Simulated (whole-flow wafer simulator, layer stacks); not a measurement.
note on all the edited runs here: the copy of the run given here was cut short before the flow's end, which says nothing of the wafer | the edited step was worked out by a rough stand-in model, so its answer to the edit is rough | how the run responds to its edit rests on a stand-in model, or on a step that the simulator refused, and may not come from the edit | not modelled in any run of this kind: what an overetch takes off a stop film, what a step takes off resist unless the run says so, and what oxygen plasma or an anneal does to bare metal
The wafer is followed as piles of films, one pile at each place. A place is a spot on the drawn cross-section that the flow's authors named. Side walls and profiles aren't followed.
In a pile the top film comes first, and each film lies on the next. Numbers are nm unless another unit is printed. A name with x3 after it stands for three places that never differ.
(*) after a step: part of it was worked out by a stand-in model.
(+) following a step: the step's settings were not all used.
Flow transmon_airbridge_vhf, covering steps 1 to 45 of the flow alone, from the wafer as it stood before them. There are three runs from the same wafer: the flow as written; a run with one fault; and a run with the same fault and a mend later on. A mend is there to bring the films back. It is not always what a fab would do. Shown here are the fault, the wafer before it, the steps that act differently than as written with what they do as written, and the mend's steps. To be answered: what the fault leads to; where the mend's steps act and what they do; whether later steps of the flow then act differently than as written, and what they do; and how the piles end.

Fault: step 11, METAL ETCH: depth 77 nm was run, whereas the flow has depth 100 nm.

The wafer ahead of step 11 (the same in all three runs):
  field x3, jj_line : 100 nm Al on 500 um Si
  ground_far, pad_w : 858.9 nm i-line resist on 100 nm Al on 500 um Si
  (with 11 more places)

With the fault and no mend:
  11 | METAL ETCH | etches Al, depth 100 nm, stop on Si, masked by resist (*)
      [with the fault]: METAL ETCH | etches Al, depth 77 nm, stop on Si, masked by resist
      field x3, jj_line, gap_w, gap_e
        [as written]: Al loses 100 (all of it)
        [with the fault]: Al loses 77
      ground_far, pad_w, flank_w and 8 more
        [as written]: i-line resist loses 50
        [with the fault]: i-line resist loses 38.5
  Later steps of the flow acting differently than as written (20 other steps are not shown; they differ only slightly, by no more than 2% or 0.5 nm, whichever is larger):
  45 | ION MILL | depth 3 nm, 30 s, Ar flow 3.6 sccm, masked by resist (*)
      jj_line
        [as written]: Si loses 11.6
        [with the fault]: Al loses 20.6
  By the end, the piles at field x3, jj_line, gap_w, gap_e depart from the flow's by more than 2% or 0.5 nm, whichever is larger.
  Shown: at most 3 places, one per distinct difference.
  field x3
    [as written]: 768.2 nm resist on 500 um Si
    [with the fault]: 768.2 nm resist on 23 nm Al on 500 um Si
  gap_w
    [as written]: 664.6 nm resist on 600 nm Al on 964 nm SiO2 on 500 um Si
    [with the fault]: 658.2 nm resist on 600 nm Al on 964 nm SiO2 on 23 nm Al on 500 um Si
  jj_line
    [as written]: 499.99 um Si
    [with the fault]: 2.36 nm Al on 500 um Si

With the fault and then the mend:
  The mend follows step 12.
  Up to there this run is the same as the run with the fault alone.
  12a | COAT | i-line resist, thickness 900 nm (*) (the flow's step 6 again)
      field x3, jj_line, trace_open_s x2, margin_s, bridge_strip, margin_n
        i-line resist gains 900 (new film)
      pad_w, pad_e
        i-line resist gains 890.5 (new film)
      flank_w, flank_e
        i-line resist gains 881.9 (new film)
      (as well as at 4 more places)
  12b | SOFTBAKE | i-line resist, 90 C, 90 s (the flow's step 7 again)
      flank_w, flank_e
        i-line resist loses 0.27
      gap_w, gap_e
        i-line resist gains 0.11
      cpw_trace
        i-line resist loses 0.06
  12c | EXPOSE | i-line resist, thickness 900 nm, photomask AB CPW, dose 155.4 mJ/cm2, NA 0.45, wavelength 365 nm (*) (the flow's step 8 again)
      alters no film at any place that is followed
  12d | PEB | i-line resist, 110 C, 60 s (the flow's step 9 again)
      field x3, jj_line, trace_open_s x2, margin_s, bridge_strip, margin_n
        i-line resist loses 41
      pad_w, pad_e
        i-line resist loses 40.6
      flank_w, flank_e
        i-line resist loses 40.2
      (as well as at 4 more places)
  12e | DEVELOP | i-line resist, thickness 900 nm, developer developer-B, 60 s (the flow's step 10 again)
      flank_w, cpw_trace, flank_e, trace_open_s x2, margin_s, bridge_strip, margin_n
        i-line resist loses 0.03
      field x3, jj_line
        i-line resist loses 859 (all of it)
      gap_w, gap_e
        i-line resist loses 899.1 (all of it)
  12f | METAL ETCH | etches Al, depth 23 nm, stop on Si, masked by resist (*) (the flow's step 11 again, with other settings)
      ground_far, pad_w, flank_w and 8 more
        i-line resist loses 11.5
      field x3, jj_line, gap_w, gap_e
        Al loses 23 (all of it)
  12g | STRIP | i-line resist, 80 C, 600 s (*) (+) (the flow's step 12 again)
      trace_open_s x2, margin_s, bridge_strip, margin_n
        i-line resist loses 847.4 (all of it)
      pad_w, pad_e
        i-line resist loses 838.4 (all of it)
      flank_w, flank_e
        i-line resist loses 829.9 (all of it)
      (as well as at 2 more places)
  Every later step of the flow that is run acts as written at every place that is followed.
  At every place that both follow, the piles at the end match the flow's.
